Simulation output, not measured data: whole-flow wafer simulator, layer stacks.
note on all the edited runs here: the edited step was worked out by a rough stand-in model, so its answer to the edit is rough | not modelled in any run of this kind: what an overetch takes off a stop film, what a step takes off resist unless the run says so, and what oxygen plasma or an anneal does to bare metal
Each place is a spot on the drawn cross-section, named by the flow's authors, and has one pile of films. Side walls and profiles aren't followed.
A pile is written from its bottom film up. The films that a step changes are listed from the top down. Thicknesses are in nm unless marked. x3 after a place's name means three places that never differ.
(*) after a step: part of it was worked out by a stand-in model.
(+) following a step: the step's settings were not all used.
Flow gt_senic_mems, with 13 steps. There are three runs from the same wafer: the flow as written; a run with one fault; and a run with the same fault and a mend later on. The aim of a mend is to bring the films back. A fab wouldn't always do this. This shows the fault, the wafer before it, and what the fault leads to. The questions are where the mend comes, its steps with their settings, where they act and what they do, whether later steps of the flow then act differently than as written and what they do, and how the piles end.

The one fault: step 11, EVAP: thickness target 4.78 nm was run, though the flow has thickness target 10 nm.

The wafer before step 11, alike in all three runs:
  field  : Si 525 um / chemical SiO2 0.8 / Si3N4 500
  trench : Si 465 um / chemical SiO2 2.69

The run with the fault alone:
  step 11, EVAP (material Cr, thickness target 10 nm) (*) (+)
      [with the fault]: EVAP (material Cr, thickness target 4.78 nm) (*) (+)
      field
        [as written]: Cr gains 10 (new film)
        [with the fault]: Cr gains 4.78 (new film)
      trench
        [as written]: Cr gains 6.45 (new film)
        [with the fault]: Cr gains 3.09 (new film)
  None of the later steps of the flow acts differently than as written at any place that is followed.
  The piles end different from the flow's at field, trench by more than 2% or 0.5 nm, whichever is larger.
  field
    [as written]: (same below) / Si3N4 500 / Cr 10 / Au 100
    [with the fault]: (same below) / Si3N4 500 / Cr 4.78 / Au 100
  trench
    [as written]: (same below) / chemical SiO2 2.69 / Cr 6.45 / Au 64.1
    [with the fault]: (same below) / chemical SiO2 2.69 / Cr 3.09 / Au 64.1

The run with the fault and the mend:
  After step 11 comes the mend.
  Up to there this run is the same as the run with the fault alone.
  step 11a, EVAP (material Cr, thickness target 5.22 nm) (*) (+) (a further turn of the flow's step 11, with different settings)
      field
        Cr gains 5.22
      trench
        Cr gains 3.37
  None of the later steps of the flow acts differently than as written at any place that is followed.
  When the end is reached, the piles differ only a little from the flow's at the places that both follow, at most by 2% or 0.5 nm, whichever is larger.
